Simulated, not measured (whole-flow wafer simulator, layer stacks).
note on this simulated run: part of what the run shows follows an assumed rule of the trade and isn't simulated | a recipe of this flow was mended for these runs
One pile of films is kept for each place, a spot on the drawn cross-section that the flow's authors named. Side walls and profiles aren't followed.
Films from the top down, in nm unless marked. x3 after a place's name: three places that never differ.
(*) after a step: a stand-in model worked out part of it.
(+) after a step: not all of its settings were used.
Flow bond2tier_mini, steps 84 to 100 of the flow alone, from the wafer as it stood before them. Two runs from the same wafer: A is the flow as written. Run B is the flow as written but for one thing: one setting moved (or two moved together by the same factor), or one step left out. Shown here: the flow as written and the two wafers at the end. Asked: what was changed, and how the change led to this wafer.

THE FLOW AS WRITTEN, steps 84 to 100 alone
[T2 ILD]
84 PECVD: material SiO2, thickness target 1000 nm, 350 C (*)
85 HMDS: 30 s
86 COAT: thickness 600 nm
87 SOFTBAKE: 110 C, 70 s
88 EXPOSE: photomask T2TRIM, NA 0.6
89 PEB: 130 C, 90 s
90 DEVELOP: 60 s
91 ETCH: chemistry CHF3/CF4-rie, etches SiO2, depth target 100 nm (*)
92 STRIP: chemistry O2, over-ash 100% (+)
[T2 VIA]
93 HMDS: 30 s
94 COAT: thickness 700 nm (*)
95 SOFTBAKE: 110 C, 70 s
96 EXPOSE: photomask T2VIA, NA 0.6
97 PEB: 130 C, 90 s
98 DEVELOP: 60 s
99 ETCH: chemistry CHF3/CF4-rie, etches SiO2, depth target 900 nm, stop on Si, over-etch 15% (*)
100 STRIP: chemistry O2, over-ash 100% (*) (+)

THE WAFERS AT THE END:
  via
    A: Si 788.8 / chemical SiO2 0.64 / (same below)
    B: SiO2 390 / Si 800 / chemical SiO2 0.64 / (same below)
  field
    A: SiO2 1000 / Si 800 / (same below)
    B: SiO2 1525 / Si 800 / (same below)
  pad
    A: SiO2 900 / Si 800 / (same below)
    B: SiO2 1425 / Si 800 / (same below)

The cause: step 84, PECVD: thickness target 1525 nm was run, where the flow has thickness target 1000 nm.
It can be read off the wafer: field has SiO2 1525, and step 84 as written asks for 1000 nm.

How the change led to this, step by step:
  84 PECVD: material SiO2, thickness target 1000 nm, 350 C (*)
      field, pad, via: A SiO2 +1000 (new film) | B SiO2 +1525 (new film)
  99 ETCH: chemistry CHF3/CF4-rie, etches SiO2, depth target 900 nm, stop on Si, over-etch 15% (*)
      via: A SiO2 -900 (all of it), Si -11.2 | B SiO2 -1035
